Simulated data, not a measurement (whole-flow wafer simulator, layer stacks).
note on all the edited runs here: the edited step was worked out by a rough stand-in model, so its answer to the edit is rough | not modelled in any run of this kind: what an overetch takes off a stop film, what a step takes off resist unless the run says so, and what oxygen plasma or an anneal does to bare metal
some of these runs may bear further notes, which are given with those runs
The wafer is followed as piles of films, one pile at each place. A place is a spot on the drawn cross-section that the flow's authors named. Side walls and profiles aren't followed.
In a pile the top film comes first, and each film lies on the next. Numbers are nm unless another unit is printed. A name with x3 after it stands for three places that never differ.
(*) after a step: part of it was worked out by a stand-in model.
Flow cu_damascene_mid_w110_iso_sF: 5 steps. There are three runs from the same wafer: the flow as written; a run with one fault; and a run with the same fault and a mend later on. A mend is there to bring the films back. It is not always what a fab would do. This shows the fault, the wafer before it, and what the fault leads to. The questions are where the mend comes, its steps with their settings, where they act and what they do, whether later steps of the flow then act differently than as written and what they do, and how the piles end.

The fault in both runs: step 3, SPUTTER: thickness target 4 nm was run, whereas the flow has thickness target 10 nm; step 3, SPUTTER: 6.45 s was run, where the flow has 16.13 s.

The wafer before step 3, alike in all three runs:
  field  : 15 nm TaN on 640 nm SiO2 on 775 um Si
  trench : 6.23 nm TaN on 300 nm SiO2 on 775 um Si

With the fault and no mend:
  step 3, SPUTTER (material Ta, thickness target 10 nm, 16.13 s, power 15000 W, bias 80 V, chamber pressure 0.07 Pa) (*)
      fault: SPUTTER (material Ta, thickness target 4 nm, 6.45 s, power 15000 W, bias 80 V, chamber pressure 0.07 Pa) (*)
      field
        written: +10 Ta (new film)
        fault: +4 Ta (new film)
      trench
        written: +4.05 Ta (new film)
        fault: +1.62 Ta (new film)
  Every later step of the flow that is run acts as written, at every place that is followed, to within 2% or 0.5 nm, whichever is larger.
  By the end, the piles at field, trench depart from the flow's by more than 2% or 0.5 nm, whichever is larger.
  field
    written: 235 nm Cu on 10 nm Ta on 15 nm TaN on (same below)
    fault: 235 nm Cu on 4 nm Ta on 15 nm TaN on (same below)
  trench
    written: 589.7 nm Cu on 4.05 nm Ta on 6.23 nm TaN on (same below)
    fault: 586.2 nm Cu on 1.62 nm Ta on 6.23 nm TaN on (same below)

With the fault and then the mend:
  The mend stands after step 3.
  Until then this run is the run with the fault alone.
  step 3a, SPUTTER (material Ta, thickness target 6 nm, 9.678 s, power 15000 W, bias 80 V, chamber pressure 0.07 Pa) (*) (a further turn of the flow's step 3, with different settings)
      field
        +6 Ta
      trench
        +2.39 Ta
  Every later step of the flow that is run acts as written, at every place that is followed, to within 2% or 0.5 nm, whichever is larger.
  At the end the piles are close to the flow's at the places that both follow, differing by at most 2% or 0.5 nm, whichever is larger.
